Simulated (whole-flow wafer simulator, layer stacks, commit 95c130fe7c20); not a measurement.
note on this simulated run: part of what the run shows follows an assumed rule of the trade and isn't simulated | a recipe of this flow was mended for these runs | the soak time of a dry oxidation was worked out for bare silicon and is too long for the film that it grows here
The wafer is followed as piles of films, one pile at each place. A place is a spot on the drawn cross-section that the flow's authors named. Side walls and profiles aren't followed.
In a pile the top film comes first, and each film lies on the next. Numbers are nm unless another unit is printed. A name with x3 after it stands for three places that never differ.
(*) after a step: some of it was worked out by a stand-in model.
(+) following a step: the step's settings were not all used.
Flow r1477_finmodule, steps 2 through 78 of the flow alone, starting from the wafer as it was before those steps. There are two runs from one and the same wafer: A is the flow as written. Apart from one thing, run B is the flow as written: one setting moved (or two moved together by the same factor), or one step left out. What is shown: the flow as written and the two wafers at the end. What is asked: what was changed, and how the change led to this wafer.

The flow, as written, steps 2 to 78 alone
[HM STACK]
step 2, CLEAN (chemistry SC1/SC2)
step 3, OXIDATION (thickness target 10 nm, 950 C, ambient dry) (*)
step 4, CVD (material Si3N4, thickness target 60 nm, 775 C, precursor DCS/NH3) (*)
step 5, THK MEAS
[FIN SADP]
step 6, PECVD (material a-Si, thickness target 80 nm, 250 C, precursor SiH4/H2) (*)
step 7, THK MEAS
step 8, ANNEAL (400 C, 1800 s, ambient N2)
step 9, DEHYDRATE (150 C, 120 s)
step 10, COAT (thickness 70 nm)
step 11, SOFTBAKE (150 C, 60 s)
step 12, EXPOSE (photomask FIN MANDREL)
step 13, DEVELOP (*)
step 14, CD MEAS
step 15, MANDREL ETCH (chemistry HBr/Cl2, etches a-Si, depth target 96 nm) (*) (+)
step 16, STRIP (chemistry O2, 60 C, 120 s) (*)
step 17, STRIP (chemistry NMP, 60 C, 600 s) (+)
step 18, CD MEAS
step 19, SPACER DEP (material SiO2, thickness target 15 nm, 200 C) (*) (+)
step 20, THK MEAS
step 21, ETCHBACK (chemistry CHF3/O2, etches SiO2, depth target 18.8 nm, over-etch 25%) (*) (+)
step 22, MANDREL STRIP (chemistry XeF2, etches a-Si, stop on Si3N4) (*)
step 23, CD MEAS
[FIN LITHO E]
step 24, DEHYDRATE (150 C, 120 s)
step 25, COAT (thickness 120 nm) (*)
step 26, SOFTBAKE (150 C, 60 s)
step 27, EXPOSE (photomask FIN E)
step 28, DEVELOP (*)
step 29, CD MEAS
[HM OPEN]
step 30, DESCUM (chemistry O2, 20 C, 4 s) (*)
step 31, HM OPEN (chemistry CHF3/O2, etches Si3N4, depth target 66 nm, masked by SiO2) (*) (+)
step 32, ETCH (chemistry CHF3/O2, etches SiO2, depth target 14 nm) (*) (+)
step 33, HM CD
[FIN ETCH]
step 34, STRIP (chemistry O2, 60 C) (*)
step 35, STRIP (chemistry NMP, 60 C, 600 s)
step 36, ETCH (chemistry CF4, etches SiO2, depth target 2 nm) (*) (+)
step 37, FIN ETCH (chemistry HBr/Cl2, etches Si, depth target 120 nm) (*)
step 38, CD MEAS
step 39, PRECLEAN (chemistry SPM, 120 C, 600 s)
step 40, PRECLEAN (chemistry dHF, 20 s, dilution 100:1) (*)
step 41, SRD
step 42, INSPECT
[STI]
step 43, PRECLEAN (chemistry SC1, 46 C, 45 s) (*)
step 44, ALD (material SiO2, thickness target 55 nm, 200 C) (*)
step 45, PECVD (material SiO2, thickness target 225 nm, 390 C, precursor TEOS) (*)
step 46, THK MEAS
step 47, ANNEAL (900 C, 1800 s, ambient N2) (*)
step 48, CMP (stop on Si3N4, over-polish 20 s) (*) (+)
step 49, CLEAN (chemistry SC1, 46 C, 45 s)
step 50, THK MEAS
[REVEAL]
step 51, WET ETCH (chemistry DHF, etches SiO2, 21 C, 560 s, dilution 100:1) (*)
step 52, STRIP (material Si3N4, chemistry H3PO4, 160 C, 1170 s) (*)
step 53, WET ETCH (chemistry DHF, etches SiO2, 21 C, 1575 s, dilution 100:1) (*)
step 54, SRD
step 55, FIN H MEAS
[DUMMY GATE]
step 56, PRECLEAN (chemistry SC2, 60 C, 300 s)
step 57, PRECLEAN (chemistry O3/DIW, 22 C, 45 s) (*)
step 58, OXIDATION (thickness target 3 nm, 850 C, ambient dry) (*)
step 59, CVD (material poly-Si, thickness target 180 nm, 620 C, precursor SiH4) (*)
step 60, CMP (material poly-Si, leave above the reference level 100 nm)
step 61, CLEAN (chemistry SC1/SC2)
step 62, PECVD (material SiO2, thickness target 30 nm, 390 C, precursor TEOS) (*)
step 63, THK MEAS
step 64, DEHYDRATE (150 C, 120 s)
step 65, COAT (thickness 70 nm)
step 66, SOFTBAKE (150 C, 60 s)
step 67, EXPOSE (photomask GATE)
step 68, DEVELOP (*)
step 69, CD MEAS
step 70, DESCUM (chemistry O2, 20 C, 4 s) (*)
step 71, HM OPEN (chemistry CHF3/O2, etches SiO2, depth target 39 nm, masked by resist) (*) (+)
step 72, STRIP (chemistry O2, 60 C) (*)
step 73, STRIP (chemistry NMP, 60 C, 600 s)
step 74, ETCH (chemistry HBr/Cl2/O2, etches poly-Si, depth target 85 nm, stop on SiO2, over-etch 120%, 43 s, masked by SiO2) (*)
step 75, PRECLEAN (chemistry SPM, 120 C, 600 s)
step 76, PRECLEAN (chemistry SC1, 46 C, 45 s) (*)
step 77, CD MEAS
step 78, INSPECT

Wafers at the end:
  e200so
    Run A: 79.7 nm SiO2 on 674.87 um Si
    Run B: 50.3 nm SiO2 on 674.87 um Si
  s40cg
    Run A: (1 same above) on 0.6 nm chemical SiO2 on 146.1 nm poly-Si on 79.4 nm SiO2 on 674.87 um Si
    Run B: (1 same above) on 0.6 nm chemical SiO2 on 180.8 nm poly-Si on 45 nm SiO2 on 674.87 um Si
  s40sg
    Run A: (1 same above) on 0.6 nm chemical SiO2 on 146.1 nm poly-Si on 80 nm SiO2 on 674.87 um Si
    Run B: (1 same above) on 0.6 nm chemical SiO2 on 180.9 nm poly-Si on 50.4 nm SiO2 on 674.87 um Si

The reason: step 6, PECVD: material a-Si, thickness target 80 nm, 250 C, precursor SiH4/H2 (*), was skipped.

How this came from the change, step by step:
  step 15, MANDREL ETCH (chemistry HBr/Cl2, etches a-Si, depth target 96 nm) (*) (+)
      pad, padg, elg x4 and 24 more: A -80 a-Si (all of it), -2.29 Si3N4 | B -13.7 Si3N4
  step 16, STRIP (chemistry O2, 60 C, 120 s) (*)
      s40cg, s45cg, s50cg, s40co, s45co, s50co: A +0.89 chemical SiO2 (new film), -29 e-beam-resist (all of it), -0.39 a-Si | B -29 e-beam-resist (all of it)
  step 21, ETCHBACK (chemistry CHF3/O2, etches SiO2, depth target 18.8 nm, over-etch 25%) (*) (+)
      s40cg, s45cg, s50cg, s40co, s45co, s50co: A -15 SiO2 (all of it), -0.89 chemical SiO2 (all of it), -0.58 a-Si | B -15 SiO2 (all of it), -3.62 Si3N4
  step 22, MANDREL STRIP (chemistry XeF2, etches a-Si, stop on Si3N4) (*)
      s40cg, s45cg, s50cg, s40co, s45co, s50co: A -79 a-Si (all of it) | B nothing
  step 25, COAT (thickness 120 nm) (*)
      s40cg, s40co: A +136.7 e-beam-resist (new film) | B +115.5 e-beam-resist (new film)
      s40sg, s40so: A +142.6 e-beam-resist (new film) | B +129.2 e-beam-resist (new film)
      (and at 14 other places as well)
  step 28, DEVELOP (*)
      s40cg, s40co: A -136.7 e-beam-resist (all of it) | B -115.5 e-beam-resist (all of it)
      s40sg, s40so: A -142.6 e-beam-resist (all of it) | B -129.2 e-beam-resist (all of it)
      (and at 14 other places as well)
  step 31, HM OPEN (chemistry CHF3/O2, etches Si3N4, depth target 66 nm, masked by SiO2) (*) (+)
      pad, padg, esg and 13 more: A -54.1 Si3N4 (all of it), -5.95 SiO2 | B -42.7 Si3N4 (all of it), -10 SiO2 (all of it), -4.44 Si
      s40sg_line, s45sg_line, s50sg_line, s40so_line, s45so_line, s50so_line: A -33 SiO2 | B -15 SiO2 (all of it), -36 Si3N4
      (and at 6 other places as well)
  step 32, ETCH (chemistry CHF3/O2, etches SiO2, depth target 14 nm) (*) (+)
      s40sg_line, s45sg_line, s50sg_line, s40so_line, s45so_line, s50so_line: A -14 SiO2 | B -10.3 Si3N4 (all of it), -3.2 SiO2
      pad, padg: A -4.05 SiO2 (all of it), -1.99 Si | B -2.8 Si
      (and at 20 other places as well)
  step 37, FIN ETCH (chemistry HBr/Cl2, etches Si, depth target 120 nm) (*)
      s40sg_line, s45sg_line, s50sg_line, s40so_line, s45so_line, s50so_line: A -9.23 SiO2 | B -4.8 SiO2 (all of it)
  step 39, PRECLEAN (chemistry SPM, 120 C, 600 s)
      s40sg_line, s45sg_line, s50sg_line, s40so_line, s45so_line, s50so_line: A nothing | B +0.8 chemical SiO2 (new film), -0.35 Si
  step 40, PRECLEAN (chemistry dHF, 20 s, dilution 100:1) (*)
      s40sg_line, s45sg_line, s50sg_line, s40so_line, s45so_line, s50so_line: A -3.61 SiO2 | B -0.8 chemical SiO2 (all of it)
  step 43, PRECLEAN (chemistry SC1, 46 C, 45 s) (*)
      s40sg_line, s45sg_line, s50sg_line, s40so_line, s45so_line, s50so_line: A -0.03 SiO2 | B +0.48 chemical SiO2 (new film), -0.82 Si
  step 44, ALD (material SiO2, thickness target 55 nm, 200 C) (*)
      s40sg_line, s45sg_line, s50sg_line, s40so_line, s45so_line, s50so_line: A +55 SiO2 | B +55.1 SiO2 (new film)
      s40cg, s45cg, s50cg, s40co, s45co, s50co: A +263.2 SiO2 (new film) | B +178 SiO2 (new film)
      (and at 14 other places as well)
  step 48, CMP (stop on Si3N4, over-polish 20 s) (*) (+)
      elg x4, elo x4: A -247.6 SiO2 | B -269.9 SiO2 (all of it), -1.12 Si3N4
      s40sg_line, s45sg_line, s50sg_line, s40so_line, s45so_line, s50so_line: A -287 SiO2 (all of it), -1.12 Si3N4 | B -237.5 SiO2
      (and at 22 other places as well)
  step 51, WET ETCH (chemistry DHF, etches SiO2, 21 C, 560 s, dilution 100:1) (*)
      elg x4, elo x4: A -22.3 SiO2 (all of it), -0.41 Si3N4 | B -1.52 Si3N4
      s40sg_line, s45sg_line, s50sg_line, s40so_line, s45so_line, s50so_line: A -1.52 Si3N4 | B -28.1 SiO2
  step 52, STRIP (material Si3N4, chemistry H3PO4, 160 C, 1170 s) (*)
      s40sg_line, s45sg_line, s50sg_line, s40so_line, s45so_line, s50so_line: A -55.1 Si3N4 (all of it), -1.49 SiO2 | B -4.29 SiO2 (all of it), +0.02 chemical SiO2
      elg x4, elo x4: A -33.9 Si3N4 (all of it), -2.15 SiO2 | B -20.2 Si3N4 (all of it), -2.58 SiO2
  ... another 3 steps ...
  step 74, ETCH (chemistry HBr/Cl2/O2, etches poly-Si, depth target 85 nm, stop on SiO2, over-etch 120%, 43 s, masked by SiO2) (*)
      e200so, s40co, s45co, s50co: A -1.12 chemical SiO2 (all of it), -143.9 poly-Si (all of it), -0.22 SiO2 | B -1.12 chemical SiO2 (all of it), -178.7 poly-Si (all of it)
      eso: A -1.12 chemical SiO2 (all of it), -143.9 poly-Si (all of it), -0.22 SiO2 | B -1.12 chemical SiO2 (all of it), -178.8 poly-Si (all of it)
      (and at 6 other places as well)
